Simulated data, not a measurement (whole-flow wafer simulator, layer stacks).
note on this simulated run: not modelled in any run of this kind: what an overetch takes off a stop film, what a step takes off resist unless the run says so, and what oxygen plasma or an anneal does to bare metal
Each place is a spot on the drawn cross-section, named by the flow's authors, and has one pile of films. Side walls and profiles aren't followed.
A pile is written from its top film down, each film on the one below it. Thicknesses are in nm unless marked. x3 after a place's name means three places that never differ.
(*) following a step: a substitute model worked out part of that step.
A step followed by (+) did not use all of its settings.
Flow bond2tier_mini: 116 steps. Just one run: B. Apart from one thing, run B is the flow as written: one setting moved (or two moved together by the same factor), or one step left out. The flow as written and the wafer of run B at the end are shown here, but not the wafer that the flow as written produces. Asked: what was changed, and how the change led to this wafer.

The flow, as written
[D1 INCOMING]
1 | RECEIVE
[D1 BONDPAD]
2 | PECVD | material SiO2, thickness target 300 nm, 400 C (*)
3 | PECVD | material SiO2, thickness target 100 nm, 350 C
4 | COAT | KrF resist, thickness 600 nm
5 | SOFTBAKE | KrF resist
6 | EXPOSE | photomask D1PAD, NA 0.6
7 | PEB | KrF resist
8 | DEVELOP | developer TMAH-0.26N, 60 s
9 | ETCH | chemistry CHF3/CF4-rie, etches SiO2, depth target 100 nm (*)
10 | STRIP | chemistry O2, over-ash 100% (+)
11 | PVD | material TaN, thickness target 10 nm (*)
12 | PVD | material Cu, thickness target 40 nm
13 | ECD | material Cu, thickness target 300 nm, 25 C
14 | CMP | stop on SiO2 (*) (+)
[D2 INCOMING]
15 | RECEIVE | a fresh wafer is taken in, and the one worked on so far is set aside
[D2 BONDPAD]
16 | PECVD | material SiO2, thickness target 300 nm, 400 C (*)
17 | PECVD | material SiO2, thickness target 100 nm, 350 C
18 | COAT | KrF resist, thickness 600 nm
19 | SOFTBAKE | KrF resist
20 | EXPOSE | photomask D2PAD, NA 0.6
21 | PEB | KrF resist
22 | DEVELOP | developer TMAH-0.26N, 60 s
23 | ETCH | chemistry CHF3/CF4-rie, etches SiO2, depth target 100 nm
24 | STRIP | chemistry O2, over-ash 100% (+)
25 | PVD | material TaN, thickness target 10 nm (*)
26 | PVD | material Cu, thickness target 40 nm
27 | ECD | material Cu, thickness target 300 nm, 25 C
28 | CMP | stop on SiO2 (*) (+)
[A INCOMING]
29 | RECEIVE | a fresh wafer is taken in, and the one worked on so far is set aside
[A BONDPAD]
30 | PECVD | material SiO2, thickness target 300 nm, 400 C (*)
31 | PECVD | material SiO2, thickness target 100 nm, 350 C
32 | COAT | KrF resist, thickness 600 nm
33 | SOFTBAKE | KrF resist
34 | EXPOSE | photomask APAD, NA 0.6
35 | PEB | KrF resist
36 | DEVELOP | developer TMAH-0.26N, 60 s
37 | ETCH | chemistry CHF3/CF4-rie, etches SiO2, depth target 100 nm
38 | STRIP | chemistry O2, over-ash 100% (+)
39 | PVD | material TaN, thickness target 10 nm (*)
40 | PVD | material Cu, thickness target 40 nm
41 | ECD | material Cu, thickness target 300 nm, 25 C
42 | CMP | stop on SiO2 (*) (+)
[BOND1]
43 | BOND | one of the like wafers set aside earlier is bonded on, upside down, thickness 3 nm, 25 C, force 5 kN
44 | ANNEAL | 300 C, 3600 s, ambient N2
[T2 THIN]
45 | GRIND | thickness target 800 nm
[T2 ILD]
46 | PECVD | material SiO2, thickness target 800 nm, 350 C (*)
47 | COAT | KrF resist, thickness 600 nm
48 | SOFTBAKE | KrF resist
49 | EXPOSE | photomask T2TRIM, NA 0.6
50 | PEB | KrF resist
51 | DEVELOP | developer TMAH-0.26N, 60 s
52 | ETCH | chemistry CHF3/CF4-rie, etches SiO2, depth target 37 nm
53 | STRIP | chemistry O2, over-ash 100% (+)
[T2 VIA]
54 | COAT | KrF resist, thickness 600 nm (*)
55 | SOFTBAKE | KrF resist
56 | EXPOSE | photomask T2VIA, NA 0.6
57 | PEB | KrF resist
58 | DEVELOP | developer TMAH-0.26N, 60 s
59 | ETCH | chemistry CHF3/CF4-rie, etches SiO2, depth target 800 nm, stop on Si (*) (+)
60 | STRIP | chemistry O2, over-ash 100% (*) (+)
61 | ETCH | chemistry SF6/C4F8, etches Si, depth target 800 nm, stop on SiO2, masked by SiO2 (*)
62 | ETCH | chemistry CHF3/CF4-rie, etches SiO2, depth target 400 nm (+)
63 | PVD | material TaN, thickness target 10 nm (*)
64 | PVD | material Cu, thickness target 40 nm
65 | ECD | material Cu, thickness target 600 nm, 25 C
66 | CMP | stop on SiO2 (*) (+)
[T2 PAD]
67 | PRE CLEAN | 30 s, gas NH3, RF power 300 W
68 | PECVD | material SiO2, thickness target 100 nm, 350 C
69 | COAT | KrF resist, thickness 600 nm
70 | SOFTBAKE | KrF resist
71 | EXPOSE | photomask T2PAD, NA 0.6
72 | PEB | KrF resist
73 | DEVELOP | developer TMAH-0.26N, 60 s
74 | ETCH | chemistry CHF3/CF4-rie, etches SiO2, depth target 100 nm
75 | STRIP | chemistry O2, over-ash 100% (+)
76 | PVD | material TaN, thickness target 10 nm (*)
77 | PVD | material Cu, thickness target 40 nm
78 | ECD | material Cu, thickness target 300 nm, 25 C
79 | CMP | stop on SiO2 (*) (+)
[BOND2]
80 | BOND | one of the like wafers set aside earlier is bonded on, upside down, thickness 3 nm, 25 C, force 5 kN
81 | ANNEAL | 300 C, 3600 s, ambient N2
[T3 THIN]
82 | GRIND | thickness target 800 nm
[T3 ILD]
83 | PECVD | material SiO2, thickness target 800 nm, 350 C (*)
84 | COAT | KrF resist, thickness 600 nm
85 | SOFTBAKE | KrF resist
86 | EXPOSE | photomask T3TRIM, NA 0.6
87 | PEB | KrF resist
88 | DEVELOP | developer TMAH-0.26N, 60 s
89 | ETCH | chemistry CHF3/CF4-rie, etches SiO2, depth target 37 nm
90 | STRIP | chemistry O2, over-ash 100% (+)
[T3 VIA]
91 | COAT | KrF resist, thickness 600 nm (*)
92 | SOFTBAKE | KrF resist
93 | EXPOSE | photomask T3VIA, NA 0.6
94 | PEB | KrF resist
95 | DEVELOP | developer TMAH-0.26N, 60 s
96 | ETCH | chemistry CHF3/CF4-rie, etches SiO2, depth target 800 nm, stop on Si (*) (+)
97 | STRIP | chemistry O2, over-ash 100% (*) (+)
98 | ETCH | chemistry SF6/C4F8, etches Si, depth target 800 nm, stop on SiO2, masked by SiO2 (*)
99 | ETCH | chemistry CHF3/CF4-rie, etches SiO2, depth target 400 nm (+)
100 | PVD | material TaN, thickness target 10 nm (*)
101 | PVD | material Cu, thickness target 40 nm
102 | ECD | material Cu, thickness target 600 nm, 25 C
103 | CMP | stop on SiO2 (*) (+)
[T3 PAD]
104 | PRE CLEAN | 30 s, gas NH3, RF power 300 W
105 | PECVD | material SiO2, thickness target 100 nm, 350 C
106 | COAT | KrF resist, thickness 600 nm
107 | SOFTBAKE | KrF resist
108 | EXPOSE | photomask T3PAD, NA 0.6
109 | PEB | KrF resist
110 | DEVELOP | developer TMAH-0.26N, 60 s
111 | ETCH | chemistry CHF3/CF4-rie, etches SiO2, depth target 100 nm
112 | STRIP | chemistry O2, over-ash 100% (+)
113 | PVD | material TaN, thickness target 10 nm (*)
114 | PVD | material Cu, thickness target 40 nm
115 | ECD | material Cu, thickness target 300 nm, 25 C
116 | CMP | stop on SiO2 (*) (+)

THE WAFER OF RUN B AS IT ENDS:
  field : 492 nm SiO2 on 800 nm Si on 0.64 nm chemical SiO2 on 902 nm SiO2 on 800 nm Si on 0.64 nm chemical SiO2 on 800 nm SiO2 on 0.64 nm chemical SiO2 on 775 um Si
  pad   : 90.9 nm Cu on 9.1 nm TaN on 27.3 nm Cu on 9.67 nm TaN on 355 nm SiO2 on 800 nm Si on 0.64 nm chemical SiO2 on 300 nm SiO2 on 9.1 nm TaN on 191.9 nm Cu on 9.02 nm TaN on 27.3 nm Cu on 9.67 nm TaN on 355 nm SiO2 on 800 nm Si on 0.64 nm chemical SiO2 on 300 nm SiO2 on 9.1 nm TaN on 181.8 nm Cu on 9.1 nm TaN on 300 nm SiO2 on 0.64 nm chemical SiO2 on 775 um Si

What caused this: step 68, PECVD: thickness target 110 nm was run, while the flow as written has thickness target 100 nm; step 74, ETCH: depth target 110 nm was run, where the flow has depth target 100 nm.

The path from the change to this, step by step:
  68 | PECVD | material SiO2, thickness target 100 nm, 350 C
      field: SiO2 gains 110 (as written it would have been: SiO2 gains 100)
      pad: SiO2 gains 110 (new film) (as written it would have been: SiO2 gains 100 (new film))
  74 | ETCH | chemistry CHF3/CF4-rie, etches SiO2, depth target 100 nm
      field: KrF resist loses 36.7 (as written it would have been: KrF resist loses 33.3)
      pad: SiO2 loses 110 (all of it) (as written it would have been: SiO2 loses 100 (all of it))
  78 | ECD | material Cu, thickness target 300 nm, 25 C
      pad: Cu gains 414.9 (as written it would have been: Cu gains 404.5)
